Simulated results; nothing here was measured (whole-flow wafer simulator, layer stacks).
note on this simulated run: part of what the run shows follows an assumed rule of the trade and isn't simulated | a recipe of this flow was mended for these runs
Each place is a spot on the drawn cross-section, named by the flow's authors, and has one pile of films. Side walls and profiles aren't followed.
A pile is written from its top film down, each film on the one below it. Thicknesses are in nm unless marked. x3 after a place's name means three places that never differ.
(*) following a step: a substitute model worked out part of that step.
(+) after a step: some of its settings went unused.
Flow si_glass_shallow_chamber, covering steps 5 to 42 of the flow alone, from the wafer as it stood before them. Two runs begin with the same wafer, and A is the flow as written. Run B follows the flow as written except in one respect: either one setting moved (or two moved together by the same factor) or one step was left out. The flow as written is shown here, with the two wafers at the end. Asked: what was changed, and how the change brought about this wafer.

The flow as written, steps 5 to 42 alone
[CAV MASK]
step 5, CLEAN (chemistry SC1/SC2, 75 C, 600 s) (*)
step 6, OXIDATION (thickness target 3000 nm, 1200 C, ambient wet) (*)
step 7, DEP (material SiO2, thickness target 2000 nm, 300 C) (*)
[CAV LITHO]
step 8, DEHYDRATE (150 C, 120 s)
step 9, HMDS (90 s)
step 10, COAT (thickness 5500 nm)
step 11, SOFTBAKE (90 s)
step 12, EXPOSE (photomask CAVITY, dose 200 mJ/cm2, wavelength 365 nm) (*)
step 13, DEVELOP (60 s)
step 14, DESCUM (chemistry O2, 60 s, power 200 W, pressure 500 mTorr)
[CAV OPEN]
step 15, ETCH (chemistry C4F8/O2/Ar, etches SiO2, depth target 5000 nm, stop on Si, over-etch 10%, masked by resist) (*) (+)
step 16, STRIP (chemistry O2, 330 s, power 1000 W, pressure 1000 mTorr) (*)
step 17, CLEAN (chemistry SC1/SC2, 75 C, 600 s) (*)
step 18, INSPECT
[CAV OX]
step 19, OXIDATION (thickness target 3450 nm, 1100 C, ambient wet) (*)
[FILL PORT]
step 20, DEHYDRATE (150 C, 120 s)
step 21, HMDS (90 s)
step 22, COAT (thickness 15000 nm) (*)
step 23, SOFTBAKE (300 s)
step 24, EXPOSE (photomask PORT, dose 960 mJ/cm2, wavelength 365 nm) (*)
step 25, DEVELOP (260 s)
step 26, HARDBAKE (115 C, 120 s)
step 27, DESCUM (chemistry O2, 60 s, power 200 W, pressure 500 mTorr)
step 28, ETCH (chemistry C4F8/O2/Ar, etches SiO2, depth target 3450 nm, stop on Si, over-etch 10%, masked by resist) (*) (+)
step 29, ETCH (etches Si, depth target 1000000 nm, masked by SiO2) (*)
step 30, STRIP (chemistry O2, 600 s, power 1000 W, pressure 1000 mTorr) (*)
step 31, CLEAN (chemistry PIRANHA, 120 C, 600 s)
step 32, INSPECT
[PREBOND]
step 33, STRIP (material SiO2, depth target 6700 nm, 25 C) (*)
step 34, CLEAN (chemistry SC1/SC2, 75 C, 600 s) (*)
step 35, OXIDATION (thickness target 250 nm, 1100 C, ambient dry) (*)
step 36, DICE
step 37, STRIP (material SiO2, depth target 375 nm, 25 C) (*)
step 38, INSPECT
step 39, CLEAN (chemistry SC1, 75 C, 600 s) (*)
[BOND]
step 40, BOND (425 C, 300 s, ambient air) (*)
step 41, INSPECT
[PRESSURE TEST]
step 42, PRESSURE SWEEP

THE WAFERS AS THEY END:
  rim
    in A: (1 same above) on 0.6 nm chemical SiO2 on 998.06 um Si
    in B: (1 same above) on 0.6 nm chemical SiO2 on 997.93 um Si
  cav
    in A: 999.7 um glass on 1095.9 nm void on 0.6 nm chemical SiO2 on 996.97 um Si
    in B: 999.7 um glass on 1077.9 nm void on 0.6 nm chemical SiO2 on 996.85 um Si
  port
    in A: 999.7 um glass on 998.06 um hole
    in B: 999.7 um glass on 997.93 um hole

Cause: step 6, OXIDATION: thickness target 3360 nm was run, whereas the flow has thickness target 3000 nm.

The path from the change to this, step by step:
  step 6, OXIDATION (thickness target 3000 nm, 1200 C, ambient wet) (*)
      rim, ramp, cav, port, septum, ring: A SiO2 gains 3000 (new film), chemical SiO2 loses 0.6 (all of it), Si loses 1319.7 | B SiO2 gains 3360 (new film), chemical SiO2 loses 0.6 (all of it), Si loses 1478.1
  step 15, ETCH (chemistry C4F8/O2/Ar, etches SiO2, depth target 5000 nm, stop on Si, over-etch 10%, masked by resist) (*) (+)
      cav, port: A SiO2 loses 5000 (all of it), Si loses 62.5 | B SiO2 loses 5360 (all of it), Si loses 17.5
  step 19, OXIDATION (thickness target 3450 nm, 1100 C, ambient wet) (*)
      rim, ramp, septum, ring: A SiO2 gains 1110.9, Si loses 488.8 | B SiO2 gains 1049.6, Si loses 461.8
  step 22, COAT (thickness 15000 nm) (*)
      rim: A thick-i-line-resist gains 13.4 um (new film) | B thick-i-line-resist gains 13.29 um (new film)
      ramp: A thick-i-line-resist gains 12.89 um (new film) | B thick-i-line-resist gains 12.74 um (new film)
      (as well as at 3 more places)
  step 23, SOFTBAKE (300 s)
      rim: A thick-i-line-resist loses 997 | B thick-i-line-resist loses 1076.4
      ramp: A thick-i-line-resist loses 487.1 | B thick-i-line-resist loses 529.3
      (as well as at 4 more places)
  step 25, DEVELOP (260 s)
      port: A thick-i-line-resist loses 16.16 um (all of it) | B thick-i-line-resist loses 16.24 um (all of it)
  step 26, HARDBAKE (115 C, 120 s)
      rim, ramp: A thick-i-line-resist loses 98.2 | B thick-i-line-resist loses 95.9
  step 29, ETCH (etches Si, depth target 1000000 nm, masked by SiO2) (*)
      rim, ramp: A thick-i-line-resist loses 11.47 um (all of it), SiO2 loses 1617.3 | B thick-i-line-resist loses 11.28 um (all of it), SiO2 loses 1719.6
      port: A hole gains 997.05 um (new film), Si loses 997.05 um (all of it) | B hole gains 996.93 um (new film), Si loses 996.93 um (all of it)
      (as well as at 2 more places)
  step 30, STRIP (chemistry O2, 600 s, power 1000 W, pressure 1000 mTorr) (*)
      cav: A thick-i-line-resist loses 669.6 (all of it) | B thick-i-line-resist loses 754.9 (all of it)
  step 33, STRIP (material SiO2, depth target 6700 nm, 25 C) (*)
      rim, ramp: A SiO2 loses 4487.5 (all of it) | B SiO2 loses 4683.9 (all of it)
      septum: A SiO2 loses 5732.1 (all of it) | B SiO2 loses 6022.1 (all of it)
      (as well as at 1 more place)
